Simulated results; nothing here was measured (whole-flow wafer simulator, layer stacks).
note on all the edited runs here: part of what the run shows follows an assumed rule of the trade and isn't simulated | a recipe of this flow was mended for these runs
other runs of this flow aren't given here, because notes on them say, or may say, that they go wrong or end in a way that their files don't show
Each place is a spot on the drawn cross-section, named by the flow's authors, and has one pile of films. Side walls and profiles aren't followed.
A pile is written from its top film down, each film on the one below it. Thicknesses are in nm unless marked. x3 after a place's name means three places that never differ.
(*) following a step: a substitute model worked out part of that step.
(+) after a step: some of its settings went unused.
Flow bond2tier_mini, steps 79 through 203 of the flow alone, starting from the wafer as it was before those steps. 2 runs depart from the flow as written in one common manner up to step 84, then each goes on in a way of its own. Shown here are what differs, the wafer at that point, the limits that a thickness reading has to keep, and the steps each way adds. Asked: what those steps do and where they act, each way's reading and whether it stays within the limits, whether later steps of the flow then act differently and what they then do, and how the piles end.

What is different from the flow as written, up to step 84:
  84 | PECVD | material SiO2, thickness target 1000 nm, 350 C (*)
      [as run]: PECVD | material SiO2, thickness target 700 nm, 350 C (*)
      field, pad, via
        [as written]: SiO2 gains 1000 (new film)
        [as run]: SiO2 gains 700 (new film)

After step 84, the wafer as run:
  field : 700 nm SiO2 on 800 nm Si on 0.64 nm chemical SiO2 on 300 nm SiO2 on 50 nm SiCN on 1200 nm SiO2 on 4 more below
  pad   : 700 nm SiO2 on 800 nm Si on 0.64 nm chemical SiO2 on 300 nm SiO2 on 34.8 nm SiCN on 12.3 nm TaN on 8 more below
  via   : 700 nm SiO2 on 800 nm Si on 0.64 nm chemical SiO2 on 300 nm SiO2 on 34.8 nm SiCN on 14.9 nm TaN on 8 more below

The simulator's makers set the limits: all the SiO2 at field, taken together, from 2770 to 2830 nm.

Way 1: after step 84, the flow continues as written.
  The reading taken after step 84 is 2500 nm, which is outside the limits.
  Later steps of the flow acting differently than as written (5 other steps are not shown; they differ only slightly, by no more than 2% or 0.5 nm, whichever is larger):
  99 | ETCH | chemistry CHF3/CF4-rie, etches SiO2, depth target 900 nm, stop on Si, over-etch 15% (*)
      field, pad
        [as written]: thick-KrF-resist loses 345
        [this way]: thick-KrF-resist loses 230
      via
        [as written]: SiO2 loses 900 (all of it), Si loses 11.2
        [this way]: SiO2 loses 600 (all of it), Si loses 36.2
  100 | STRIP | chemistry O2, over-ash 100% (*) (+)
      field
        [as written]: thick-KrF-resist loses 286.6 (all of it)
        [this way]: thick-KrF-resist loses 401.6 (all of it)
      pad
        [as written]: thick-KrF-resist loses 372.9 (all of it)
        [this way]: thick-KrF-resist loses 487.9 (all of it)
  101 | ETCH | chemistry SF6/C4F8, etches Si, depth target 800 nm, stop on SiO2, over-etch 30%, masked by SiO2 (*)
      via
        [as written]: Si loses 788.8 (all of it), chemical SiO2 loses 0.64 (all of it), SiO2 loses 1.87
        [this way]: Si loses 763.8 (all of it), chemical SiO2 loses 0.64 (all of it), SiO2 loses 2.12
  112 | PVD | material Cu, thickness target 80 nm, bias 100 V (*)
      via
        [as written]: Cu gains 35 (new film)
        [this way]: Cu gains 37.6 (new film)
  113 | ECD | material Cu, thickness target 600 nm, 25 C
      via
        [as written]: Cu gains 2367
        [this way]: Cu gains 2063.9
  At field, pad, via, the piles at the end differ from the flow's by more than 2% or 0.5 nm, whichever is larger.
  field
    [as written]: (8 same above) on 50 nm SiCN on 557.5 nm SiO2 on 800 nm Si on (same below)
    [this way]: (8 same above) on 50 nm SiCN on 257.9 nm SiO2 on 800 nm Si on (same below)
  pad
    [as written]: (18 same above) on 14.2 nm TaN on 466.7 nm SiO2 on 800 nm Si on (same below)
    [this way]: (18 same above) on 14.2 nm TaN on 167.1 nm SiO2 on 800 nm Si on (same below)
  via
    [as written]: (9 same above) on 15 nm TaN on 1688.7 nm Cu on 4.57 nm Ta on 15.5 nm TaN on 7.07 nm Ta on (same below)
    [this way]: (9 same above) on 15 nm TaN on 1388.3 nm Cu on 4.89 nm Ta on 16 nm TaN on 7.07 nm Ta on (same below)

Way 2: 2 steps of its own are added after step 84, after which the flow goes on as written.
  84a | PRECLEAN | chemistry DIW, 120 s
      does not change any film at any place that is followed
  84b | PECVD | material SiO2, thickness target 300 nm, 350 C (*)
      field, pad, via
        SiO2 gains 300
  The reading taken after step 84b is 2800 nm, which is within the limits.
  Every later step of the flow that is run acts as written at every place that is followed.
  At every place that both follow, the piles at the end match the flow's.

Keeping within the limits: way 2. Outside them: way 1.
